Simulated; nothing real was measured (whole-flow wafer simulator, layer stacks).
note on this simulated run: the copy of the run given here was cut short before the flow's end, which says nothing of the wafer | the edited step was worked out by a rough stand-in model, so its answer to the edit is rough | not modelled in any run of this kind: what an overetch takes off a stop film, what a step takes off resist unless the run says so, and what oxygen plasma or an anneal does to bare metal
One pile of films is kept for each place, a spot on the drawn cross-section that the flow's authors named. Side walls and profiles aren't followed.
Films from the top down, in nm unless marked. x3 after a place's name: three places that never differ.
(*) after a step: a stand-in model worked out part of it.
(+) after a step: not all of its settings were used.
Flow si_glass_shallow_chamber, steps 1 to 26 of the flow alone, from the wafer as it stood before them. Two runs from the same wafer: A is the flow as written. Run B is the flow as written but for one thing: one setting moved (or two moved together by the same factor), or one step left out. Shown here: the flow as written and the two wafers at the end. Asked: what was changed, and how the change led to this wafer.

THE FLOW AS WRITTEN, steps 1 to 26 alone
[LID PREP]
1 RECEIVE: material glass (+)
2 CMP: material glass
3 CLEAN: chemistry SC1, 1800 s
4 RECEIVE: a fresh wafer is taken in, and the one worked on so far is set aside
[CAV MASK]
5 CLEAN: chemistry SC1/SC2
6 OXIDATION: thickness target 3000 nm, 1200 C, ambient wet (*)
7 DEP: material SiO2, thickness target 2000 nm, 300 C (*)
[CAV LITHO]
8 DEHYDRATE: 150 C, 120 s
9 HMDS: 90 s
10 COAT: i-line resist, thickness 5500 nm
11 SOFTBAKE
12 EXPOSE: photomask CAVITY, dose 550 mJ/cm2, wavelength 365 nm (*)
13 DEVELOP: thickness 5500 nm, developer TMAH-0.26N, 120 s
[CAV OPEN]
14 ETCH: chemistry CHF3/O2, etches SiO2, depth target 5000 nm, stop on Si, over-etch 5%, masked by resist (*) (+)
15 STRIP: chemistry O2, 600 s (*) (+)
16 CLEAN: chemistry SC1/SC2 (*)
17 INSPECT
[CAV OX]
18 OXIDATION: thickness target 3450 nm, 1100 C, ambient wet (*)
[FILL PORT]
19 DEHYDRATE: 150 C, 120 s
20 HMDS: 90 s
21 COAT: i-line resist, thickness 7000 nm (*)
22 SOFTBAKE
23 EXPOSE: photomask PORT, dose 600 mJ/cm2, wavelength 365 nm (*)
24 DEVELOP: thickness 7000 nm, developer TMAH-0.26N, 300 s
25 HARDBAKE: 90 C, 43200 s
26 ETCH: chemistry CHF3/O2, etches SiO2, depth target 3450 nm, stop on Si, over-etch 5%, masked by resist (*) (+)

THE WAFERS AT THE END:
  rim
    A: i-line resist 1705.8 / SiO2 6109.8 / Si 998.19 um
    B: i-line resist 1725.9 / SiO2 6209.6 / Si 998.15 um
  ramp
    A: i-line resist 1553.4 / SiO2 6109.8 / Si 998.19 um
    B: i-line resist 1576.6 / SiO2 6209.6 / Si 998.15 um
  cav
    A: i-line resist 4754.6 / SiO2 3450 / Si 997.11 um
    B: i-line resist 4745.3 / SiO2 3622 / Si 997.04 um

The cause: step 18, OXIDATION: thickness target 3622 nm was run, where the flow has thickness target 3450 nm.
It can be read off the wafer: cav has SiO2 3622, and step 18 as written asks for 3450 nm.

How the change led to this, step by step:
  18 OXIDATION: thickness target 3450 nm, 1100 C, ambient wet (*)
      rim, ramp, septum, ring: A SiO2 +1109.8, Si -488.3 | B SiO2 +1209.6, Si -532.2
      cav, port: A SiO2 +3450 (new film), chemical SiO2 -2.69 (all of it), Si -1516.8 | B SiO2 +3622 (new film), chemical SiO2 -2.69 (all of it), Si -1592.5
  26 ETCH: chemistry CHF3/O2, etches SiO2, depth target 3450 nm, stop on Si, over-etch 5%, masked by resist (*) (+)
      port: A SiO2 -3450 (all of it), Si -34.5 | B SiO2 -3622 (all of it), Si -0.1
